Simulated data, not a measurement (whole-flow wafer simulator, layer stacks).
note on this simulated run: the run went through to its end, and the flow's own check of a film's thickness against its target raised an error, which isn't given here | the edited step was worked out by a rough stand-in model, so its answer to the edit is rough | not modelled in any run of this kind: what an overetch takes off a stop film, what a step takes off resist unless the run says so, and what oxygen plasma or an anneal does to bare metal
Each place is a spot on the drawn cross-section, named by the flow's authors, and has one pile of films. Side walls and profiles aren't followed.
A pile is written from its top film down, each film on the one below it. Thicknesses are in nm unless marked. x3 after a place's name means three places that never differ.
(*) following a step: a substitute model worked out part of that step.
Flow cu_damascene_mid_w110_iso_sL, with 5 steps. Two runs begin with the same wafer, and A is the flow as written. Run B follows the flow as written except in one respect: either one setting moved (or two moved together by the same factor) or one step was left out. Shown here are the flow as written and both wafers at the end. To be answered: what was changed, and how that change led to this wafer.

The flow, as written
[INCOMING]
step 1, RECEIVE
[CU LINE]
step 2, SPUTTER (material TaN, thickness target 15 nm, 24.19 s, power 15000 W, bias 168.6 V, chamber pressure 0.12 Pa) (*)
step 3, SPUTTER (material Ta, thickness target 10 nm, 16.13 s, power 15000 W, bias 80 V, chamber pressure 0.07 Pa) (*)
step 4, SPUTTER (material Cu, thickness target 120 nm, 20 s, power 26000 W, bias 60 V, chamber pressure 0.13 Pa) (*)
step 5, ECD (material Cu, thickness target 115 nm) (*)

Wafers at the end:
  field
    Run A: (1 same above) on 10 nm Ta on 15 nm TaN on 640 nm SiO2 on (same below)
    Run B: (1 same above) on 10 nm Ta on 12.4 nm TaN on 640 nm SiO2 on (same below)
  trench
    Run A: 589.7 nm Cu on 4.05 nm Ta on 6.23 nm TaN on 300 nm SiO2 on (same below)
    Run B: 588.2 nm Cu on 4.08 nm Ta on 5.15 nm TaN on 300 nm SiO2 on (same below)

The reason: step 2, SPUTTER: thickness target 12.4 nm was run, whereas the flow has thickness target 15 nm; step 2, SPUTTER: 19.96 s was run, where the flow has 24.19 s.
One can read it off the wafer: field has TaN 12.4, and step 2 as written asks for 15 nm.

Step by step, how the change led to this:
  step 2, SPUTTER (material TaN, thickness target 15 nm, 24.19 s, power 15000 W, bias 168.6 V, chamber pressure 0.12 Pa) (*)
      field: A +15 TaN (new film) | B +12.4 TaN (new film)
      trench: A +6.23 TaN (new film) | B +5.15 TaN (new film)
